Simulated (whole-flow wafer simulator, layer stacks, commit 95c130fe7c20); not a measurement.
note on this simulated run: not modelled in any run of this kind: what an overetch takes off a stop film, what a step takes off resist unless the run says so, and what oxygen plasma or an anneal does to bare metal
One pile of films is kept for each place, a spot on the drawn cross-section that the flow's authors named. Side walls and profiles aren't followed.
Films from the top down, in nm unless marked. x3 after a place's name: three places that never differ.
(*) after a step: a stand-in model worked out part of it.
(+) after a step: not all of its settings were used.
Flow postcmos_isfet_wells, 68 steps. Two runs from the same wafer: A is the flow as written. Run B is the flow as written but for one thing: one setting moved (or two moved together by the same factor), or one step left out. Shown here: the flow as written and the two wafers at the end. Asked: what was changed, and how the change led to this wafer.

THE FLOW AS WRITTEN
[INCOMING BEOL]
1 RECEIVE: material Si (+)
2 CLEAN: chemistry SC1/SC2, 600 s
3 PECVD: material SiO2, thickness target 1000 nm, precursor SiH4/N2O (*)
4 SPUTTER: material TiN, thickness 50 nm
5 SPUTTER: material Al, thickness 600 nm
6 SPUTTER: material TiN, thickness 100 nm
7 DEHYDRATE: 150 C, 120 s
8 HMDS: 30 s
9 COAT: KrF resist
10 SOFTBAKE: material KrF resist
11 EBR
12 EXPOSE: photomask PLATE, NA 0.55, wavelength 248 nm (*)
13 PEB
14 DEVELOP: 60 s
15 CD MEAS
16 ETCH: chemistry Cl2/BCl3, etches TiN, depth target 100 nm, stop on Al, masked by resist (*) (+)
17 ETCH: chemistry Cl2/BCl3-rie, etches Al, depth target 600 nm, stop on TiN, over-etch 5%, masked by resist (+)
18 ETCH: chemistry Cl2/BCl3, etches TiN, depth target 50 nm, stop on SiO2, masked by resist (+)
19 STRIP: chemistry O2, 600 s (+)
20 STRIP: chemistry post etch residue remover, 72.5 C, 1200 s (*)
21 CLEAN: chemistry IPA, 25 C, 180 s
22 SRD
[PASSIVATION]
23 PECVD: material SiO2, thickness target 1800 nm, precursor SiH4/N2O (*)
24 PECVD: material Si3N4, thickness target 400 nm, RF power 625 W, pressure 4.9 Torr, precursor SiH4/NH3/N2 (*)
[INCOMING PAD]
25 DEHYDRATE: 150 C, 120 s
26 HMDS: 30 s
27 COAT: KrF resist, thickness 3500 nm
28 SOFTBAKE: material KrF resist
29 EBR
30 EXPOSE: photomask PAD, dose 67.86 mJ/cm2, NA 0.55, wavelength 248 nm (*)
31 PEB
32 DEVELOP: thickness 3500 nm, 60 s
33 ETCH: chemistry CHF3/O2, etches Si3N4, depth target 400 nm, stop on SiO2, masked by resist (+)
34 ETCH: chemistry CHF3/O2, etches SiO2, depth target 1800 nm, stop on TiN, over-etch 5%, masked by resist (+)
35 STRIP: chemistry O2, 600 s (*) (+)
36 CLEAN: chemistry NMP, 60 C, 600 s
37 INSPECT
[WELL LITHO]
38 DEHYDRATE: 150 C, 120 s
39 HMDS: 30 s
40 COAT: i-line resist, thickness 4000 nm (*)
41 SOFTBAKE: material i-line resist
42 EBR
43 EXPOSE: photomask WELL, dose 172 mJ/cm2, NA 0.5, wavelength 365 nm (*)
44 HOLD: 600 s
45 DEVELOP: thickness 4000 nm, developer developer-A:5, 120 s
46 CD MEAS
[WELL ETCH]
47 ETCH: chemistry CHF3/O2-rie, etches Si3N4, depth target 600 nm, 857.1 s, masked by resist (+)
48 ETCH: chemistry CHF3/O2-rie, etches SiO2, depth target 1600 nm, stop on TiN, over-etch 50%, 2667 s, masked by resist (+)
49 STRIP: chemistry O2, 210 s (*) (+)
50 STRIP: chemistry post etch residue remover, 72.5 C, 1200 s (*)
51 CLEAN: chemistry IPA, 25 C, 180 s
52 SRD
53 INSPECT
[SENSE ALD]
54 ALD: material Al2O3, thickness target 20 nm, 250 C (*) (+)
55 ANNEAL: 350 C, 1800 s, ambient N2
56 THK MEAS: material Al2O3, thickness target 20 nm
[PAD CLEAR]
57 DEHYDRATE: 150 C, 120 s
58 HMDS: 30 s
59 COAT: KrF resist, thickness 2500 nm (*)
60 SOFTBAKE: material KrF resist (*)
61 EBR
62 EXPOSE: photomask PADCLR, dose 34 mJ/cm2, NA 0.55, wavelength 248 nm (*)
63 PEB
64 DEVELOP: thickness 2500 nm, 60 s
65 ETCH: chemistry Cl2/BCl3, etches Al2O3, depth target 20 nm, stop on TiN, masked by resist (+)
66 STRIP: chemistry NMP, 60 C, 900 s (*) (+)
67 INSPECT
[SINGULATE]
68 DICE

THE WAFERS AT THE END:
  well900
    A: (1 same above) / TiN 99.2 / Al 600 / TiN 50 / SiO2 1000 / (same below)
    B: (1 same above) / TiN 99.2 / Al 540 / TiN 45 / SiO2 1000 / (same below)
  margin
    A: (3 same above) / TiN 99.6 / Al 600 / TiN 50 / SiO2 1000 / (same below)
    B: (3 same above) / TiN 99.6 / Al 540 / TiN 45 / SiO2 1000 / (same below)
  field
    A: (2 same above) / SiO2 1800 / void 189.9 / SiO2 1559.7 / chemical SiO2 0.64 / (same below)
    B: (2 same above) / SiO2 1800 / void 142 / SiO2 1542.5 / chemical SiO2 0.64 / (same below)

The cause: step 4, SPUTTER: thickness 45 nm was run, where the flow has thickness 50 nm; step 5, SPUTTER: thickness 540 nm was run, where the flow has thickness 600 nm.
It can be read off the wafer: well900 has TiN 45, and step 4 as written asks for 50 nm.

How the change led to this, step by step:
  4 SPUTTER: material TiN, thickness 50 nm
      field, margin, well900 and 6 more: A TiN +50 (new film) | B TiN +45 (new film)
  5 SPUTTER: material Al, thickness 600 nm
      field, margin, well900 and 6 more: A Al +600 (new film) | B Al +540 (new film)
  17 ETCH: chemistry Cl2/BCl3-rie, etches Al, depth target 600 nm, stop on TiN, over-etch 5%, masked by resist (+)
      margin, well900, well1300, well2000, well3000, pad_rim, pad_clr, pad_open: A KrF resist -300 | B KrF resist -283.5
      field: A Al -600 (all of it) | B Al -540 (all of it)
  18 ETCH: chemistry Cl2/BCl3, etches TiN, depth target 50 nm, stop on SiO2, masked by resist (+)
      field: A TiN -50 (all of it) | B TiN -45 (all of it)
  19 STRIP: chemistry O2, 600 s (+)
      margin, well900, well1300, well2000, well3000, pad_rim, pad_clr, pad_open: A KrF resist -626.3 (all of it) | B KrF resist -642.8 (all of it)
  23 PECVD: material SiO2, thickness target 1800 nm, precursor SiH4/N2O (*)
      field: A SiO2 +1800 (new film), void +189.9 (new film), SiO2 +559.7 | B SiO2 +1800 (new film), void +142 (new film), SiO2 +542.5
